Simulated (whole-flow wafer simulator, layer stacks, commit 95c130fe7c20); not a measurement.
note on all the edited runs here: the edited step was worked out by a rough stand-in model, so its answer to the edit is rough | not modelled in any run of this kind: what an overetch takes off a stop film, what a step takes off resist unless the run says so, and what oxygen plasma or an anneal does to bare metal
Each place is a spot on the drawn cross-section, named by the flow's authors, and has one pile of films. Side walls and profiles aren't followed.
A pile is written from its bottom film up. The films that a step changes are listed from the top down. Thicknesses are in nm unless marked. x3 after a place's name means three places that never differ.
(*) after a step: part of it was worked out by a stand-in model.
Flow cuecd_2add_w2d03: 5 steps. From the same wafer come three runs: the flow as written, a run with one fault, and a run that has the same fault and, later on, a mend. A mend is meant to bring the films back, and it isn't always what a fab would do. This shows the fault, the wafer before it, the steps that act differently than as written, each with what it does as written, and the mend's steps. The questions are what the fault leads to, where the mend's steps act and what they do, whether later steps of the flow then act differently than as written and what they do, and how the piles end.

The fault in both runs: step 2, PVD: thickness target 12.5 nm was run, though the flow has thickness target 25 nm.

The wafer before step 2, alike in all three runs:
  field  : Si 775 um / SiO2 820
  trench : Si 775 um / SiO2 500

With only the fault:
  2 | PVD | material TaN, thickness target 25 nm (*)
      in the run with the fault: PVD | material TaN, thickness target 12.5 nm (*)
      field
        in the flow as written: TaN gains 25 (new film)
        in the run with the fault: TaN gains 12.5 (new film)
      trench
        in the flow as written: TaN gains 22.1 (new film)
        in the run with the fault: TaN gains 11.1 (new film)
  Every later step of the flow that is run acts as written, at every place that is followed, to within 2% or 0.5 nm, whichever is larger.
  The piles end different from the flow's at field, trench by more than 2% or 0.5 nm, whichever is larger.
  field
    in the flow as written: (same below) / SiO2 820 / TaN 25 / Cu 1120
    in the run with the fault: (same below) / SiO2 820 / TaN 12.5 / Cu 1120
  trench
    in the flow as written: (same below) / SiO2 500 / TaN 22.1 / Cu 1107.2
    in the run with the fault: (same below) / SiO2 500 / TaN 11.1 / Cu 1107.3

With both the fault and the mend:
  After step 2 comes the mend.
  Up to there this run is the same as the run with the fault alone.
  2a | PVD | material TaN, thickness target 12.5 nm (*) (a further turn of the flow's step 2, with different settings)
      field
        TaN gains 12.5
      trench
        TaN gains 11
  Every later step of the flow that is run acts as written at every place that is followed.
  At every place that both follow, the piles at the end match the flow's.
